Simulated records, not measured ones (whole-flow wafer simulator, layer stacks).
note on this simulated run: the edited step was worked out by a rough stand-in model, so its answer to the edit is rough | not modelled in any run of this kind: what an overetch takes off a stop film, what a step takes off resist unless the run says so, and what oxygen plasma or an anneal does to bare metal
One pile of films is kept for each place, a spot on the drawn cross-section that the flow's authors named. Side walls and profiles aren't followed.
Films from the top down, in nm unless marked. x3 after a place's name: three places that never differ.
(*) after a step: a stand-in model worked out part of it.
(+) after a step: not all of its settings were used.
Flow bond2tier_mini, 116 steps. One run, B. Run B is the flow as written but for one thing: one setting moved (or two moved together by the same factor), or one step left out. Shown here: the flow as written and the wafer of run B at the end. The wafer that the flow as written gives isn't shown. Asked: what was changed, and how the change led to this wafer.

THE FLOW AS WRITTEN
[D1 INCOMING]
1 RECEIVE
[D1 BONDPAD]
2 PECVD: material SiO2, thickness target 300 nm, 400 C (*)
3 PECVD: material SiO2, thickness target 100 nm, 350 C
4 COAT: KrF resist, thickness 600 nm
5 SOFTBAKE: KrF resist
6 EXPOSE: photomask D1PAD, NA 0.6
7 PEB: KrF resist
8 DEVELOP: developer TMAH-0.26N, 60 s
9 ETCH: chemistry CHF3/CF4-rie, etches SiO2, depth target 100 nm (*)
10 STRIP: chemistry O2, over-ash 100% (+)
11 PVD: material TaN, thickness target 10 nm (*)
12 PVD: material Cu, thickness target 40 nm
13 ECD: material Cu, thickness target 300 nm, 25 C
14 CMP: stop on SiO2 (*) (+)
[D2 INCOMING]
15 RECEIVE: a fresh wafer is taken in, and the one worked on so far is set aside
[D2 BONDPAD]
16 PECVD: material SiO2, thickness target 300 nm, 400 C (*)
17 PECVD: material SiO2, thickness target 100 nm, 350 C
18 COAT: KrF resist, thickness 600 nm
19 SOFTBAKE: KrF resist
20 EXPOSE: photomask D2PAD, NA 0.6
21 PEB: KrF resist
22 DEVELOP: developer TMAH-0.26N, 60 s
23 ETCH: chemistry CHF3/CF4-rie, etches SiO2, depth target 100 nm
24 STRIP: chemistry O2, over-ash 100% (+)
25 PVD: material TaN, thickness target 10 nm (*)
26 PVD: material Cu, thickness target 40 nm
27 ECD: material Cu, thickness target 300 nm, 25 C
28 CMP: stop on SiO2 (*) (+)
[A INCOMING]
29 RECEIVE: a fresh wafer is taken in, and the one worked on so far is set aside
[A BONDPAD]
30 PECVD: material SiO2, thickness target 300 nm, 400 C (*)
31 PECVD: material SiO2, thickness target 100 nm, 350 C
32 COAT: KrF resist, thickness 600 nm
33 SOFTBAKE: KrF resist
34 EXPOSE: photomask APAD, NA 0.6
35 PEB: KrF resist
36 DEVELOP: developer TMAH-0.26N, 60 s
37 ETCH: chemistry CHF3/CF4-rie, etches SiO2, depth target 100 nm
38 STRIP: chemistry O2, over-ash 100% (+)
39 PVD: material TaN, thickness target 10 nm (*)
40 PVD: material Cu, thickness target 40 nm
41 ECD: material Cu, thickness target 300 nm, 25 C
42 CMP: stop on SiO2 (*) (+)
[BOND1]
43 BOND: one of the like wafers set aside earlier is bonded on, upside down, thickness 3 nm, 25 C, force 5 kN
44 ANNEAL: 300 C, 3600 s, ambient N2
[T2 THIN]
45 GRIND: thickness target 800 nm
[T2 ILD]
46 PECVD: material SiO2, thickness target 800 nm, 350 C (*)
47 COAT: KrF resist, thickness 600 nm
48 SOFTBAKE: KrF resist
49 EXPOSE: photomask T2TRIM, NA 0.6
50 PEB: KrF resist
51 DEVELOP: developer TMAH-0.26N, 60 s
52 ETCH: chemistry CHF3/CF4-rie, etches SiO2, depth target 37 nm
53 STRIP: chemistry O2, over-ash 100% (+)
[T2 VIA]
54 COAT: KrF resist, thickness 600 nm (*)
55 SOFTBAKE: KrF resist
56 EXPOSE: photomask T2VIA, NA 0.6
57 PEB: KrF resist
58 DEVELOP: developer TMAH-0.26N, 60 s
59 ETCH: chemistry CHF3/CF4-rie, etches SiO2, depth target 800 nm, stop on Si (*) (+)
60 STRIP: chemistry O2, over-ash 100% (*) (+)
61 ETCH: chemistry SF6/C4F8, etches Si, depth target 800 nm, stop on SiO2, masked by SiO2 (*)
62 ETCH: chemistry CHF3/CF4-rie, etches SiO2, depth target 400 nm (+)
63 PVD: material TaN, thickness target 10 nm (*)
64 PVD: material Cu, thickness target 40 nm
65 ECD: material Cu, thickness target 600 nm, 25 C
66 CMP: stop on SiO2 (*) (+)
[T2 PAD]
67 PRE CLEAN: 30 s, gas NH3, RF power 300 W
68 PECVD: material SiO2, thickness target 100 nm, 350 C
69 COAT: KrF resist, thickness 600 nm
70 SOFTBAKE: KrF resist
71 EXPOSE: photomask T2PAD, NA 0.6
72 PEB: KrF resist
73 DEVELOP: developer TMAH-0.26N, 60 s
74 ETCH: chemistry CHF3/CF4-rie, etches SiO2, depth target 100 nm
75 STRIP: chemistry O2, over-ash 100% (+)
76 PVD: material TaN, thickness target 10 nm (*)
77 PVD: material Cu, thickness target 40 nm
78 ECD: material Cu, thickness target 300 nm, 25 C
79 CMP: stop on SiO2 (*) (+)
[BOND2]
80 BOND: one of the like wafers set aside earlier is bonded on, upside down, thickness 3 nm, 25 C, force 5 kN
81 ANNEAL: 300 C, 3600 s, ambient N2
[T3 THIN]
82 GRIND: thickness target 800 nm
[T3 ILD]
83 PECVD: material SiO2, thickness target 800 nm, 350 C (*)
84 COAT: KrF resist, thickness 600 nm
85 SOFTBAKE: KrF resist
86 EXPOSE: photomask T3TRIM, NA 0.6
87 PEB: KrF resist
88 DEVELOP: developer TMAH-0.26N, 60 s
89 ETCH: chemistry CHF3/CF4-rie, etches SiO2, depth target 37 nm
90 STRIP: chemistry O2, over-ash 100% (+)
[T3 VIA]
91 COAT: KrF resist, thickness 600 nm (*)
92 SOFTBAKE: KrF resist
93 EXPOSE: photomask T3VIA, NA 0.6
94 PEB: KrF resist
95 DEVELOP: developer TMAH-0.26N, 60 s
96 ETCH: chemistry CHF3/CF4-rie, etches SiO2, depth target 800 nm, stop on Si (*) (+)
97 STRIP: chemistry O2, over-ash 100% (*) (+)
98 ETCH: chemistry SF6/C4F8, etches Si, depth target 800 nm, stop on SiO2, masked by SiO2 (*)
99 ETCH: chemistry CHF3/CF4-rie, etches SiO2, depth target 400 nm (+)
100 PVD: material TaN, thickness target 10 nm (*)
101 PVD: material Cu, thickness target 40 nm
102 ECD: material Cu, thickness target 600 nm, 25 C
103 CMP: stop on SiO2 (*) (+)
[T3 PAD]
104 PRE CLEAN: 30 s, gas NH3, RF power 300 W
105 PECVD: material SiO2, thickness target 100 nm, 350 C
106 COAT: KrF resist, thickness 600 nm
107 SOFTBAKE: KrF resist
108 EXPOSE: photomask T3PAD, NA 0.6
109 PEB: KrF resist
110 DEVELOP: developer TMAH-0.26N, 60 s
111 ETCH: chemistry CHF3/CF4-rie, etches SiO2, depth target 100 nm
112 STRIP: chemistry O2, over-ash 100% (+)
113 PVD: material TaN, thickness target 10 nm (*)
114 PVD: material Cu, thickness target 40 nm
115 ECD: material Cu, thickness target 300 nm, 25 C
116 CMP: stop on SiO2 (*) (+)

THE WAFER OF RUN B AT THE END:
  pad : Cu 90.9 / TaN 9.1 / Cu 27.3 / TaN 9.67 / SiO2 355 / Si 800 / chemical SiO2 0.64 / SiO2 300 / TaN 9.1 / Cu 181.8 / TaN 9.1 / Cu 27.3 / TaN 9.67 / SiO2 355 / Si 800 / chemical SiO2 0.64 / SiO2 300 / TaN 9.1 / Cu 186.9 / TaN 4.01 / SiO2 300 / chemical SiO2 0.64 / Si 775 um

The cause: step 39, PVD: thickness target 4.4 nm was run, where the flow has thickness target 10 nm.

How the change led to this, step by step:
  39 PVD: material TaN, thickness target 10 nm (*)
      field: TaN +4.4 (new film) (as written it would be: TaN +10 (new film))
      pad: TaN +4.01 (new film) (as written it would be: TaN +9.1 (new film))
      (and at 1 more place)
  42 CMP: stop on SiO2 (*) (+)
      field: Cu -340 (all of it), TaN -4.4 (all of it) (as written it would be: Cu -340 (all of it), TaN -10 (all of it))
